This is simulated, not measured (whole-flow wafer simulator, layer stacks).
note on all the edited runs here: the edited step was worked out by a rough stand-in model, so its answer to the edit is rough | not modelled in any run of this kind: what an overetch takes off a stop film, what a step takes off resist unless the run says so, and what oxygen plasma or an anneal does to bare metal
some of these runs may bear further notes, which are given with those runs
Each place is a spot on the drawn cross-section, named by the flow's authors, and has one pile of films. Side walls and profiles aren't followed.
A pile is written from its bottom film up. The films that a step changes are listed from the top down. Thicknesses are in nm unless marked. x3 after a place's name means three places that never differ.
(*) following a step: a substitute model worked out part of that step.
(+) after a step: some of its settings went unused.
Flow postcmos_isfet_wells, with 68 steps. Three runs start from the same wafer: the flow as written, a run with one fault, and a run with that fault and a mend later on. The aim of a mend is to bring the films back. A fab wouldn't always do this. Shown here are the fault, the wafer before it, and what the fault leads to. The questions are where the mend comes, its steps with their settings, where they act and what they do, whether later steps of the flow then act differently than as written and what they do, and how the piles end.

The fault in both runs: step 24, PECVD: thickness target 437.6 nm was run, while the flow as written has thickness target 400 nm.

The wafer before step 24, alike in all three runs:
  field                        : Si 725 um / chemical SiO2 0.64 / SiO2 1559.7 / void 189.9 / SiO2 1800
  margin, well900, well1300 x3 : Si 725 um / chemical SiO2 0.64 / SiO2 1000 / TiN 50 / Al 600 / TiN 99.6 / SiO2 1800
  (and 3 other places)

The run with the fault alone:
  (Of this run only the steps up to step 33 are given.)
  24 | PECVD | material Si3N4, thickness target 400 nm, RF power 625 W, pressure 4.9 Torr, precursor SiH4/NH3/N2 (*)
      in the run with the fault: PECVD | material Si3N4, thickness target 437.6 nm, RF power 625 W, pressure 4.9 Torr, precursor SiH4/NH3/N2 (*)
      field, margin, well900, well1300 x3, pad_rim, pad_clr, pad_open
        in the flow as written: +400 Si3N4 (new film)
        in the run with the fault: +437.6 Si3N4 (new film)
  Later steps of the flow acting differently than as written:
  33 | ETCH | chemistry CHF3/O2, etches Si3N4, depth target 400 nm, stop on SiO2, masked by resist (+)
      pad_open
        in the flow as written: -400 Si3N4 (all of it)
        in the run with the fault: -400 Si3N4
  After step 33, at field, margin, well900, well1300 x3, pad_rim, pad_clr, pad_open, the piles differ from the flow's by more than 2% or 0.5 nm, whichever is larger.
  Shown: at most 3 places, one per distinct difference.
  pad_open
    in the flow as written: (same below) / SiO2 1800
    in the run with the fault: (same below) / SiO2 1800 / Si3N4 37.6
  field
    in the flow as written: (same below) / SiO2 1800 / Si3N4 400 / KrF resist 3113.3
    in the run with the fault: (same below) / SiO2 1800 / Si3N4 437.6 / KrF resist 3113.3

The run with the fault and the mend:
  The mend stands after step 24.
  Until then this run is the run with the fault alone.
  24a | ETCH | chemistry h3po4, depth target 503.2 nm
      field, margin, well900, well1300 x3, pad_rim, pad_clr, pad_open
        -437.6 Si3N4 (all of it)
  24b | PECVD | material Si3N4, thickness target 400 nm, RF power 625 W, pressure 4.9 Torr, precursor SiH4/NH3/N2 (*) (the flow's step 24 again)
      field, margin, well900, well1300 x3, pad_rim, pad_clr, pad_open
        +400 Si3N4 (new film)
  Every later step of the flow that is run acts as written at every place that is followed.
  At every place that both follow, the piles at the end match the flow's.
